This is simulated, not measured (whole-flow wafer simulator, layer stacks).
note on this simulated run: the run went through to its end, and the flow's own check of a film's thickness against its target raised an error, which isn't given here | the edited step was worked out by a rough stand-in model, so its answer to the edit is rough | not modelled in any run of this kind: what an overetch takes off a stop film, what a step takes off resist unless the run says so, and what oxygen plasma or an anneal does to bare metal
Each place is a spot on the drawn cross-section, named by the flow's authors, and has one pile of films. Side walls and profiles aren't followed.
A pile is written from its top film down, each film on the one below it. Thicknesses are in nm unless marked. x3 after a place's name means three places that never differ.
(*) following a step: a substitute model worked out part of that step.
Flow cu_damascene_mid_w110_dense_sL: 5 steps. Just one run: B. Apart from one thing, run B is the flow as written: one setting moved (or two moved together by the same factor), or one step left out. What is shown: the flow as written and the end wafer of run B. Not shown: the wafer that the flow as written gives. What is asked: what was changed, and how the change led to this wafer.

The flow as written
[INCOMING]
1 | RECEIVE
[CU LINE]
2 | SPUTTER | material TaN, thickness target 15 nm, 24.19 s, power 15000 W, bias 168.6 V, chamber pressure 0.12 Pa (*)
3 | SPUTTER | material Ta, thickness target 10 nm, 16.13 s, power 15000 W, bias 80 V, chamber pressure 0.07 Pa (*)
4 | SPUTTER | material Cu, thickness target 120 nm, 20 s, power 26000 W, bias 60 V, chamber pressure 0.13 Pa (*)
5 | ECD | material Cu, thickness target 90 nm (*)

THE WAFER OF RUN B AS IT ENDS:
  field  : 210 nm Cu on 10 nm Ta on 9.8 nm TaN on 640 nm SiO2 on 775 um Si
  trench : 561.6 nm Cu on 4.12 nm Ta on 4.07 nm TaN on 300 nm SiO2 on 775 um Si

Cause: step 2, SPUTTER: thickness target 9.8 nm was run, though the flow has thickness target 15 nm; step 2, SPUTTER: 15.72 s was run, where the flow has 24.19 s.
The wafer lets one read it off: field has TaN 9.8, and step 2 as written asks for 15 nm.

How this came from the change, step by step:
  2 | SPUTTER | material TaN, thickness target 15 nm, 24.19 s, power 15000 W, bias 168.6 V, chamber pressure 0.12 Pa (*)
      field: TaN gains 9.8 (new film) (as written it would have been: TaN gains 15 (new film))
      trench: TaN gains 4.07 (new film) (as written it would have been: TaN gains 6.23 (new film))
